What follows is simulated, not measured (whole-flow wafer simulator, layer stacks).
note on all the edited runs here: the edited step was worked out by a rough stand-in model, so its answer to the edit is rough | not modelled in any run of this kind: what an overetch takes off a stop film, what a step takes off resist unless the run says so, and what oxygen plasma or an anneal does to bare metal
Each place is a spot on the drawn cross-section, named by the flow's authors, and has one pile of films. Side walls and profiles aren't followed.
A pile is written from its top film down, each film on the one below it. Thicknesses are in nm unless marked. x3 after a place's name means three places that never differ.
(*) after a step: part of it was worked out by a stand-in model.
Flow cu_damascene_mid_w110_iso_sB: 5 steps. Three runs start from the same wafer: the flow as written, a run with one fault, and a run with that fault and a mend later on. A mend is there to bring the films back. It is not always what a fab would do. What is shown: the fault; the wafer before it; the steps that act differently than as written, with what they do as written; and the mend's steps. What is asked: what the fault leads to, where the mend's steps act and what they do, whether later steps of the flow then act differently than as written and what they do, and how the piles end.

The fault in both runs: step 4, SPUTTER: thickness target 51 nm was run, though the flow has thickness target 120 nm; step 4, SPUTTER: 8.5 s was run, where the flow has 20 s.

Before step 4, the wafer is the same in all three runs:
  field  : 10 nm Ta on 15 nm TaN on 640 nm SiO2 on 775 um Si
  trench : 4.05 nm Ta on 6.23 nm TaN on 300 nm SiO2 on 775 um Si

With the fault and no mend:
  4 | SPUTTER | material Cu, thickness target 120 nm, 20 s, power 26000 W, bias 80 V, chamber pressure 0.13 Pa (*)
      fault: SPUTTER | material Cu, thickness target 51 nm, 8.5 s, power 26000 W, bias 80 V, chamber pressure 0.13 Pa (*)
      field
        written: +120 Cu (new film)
        fault: +51 Cu (new film)
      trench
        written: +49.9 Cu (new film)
        fault: +21.2 Cu (new film)
  Steps later in the flow that act otherwise than as written:
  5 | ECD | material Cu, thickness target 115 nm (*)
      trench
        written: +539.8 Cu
        fault: +499.5 Cu
  The piles end different from the flow's at field, trench by more than 2% or 0.5 nm, whichever is larger.
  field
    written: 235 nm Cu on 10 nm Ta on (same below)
    fault: 166 nm Cu on 10 nm Ta on (same below)
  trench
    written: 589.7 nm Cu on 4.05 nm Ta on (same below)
    fault: 520.7 nm Cu on 4.05 nm Ta on (same below)

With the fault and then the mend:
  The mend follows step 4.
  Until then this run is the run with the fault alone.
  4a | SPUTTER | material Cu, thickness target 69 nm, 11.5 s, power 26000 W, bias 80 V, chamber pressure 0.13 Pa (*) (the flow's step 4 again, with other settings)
      field
        +69 Cu
      trench
        +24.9 Cu
  None of the later steps of the flow differs from how it acts as written, at any place that is followed, by more than 2% or 0.5 nm, whichever is larger.
  By the end, the piles equal the flow's at every place that both follow.
